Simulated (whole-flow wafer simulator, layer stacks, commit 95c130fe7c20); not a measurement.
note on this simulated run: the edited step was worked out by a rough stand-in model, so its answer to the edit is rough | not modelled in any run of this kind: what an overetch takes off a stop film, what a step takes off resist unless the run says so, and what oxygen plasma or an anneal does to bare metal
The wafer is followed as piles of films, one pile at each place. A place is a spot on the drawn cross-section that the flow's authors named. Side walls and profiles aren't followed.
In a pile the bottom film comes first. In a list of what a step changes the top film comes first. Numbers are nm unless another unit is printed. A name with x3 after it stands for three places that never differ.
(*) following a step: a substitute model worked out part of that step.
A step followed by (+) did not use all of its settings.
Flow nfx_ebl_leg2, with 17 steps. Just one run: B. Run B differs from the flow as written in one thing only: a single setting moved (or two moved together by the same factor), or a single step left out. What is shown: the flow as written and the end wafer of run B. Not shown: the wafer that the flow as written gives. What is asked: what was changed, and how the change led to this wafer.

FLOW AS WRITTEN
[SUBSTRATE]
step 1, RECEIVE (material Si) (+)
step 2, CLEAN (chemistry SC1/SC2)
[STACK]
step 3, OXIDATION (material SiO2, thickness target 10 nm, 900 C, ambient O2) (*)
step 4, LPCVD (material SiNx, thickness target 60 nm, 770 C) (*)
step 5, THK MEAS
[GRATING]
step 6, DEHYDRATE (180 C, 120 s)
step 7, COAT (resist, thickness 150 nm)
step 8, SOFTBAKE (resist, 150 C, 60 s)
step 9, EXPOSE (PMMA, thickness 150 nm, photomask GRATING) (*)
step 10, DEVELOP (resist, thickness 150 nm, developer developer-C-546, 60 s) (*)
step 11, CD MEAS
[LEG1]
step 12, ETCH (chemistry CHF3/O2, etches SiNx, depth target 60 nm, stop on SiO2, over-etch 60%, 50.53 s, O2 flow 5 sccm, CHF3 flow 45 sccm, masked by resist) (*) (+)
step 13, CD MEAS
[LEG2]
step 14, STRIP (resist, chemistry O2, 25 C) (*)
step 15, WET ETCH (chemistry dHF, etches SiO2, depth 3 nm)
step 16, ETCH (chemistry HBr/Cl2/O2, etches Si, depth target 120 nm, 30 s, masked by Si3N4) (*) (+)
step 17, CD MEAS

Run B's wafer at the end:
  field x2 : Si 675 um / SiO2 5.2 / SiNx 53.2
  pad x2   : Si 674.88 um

Cause: step 3, OXIDATION: thickness target 5.2 nm was run, whereas the flow has thickness target 10 nm.
The wafer lets one read it off: field x2 has SiO2 5.2, and step 3 as written asks for 10 nm.

How this came from the change, step by step:
  step 3, OXIDATION (material SiO2, thickness target 10 nm, 900 C, ambient O2) (*)
      field x2, pad x2: +5.2 SiO2 (new film), -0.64 chemical SiO2 (all of it), -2 Si (as written it would have been: +10 SiO2 (new film), -0.64 chemical SiO2 (all of it), -4.12 Si)
  step 12, ETCH (chemistry CHF3/O2, etches SiNx, depth target 60 nm, stop on SiO2, over-etch 60%, 50.53 s, O2 flow 5 sccm, CHF3 flow 45 sccm, masked by resist) (*) (+)
      pad x2: -60 SiNx (all of it), -5.2 SiO2 (all of it) (as written it would have been: -60 SiNx (all of it), -10 SiO2 (all of it))
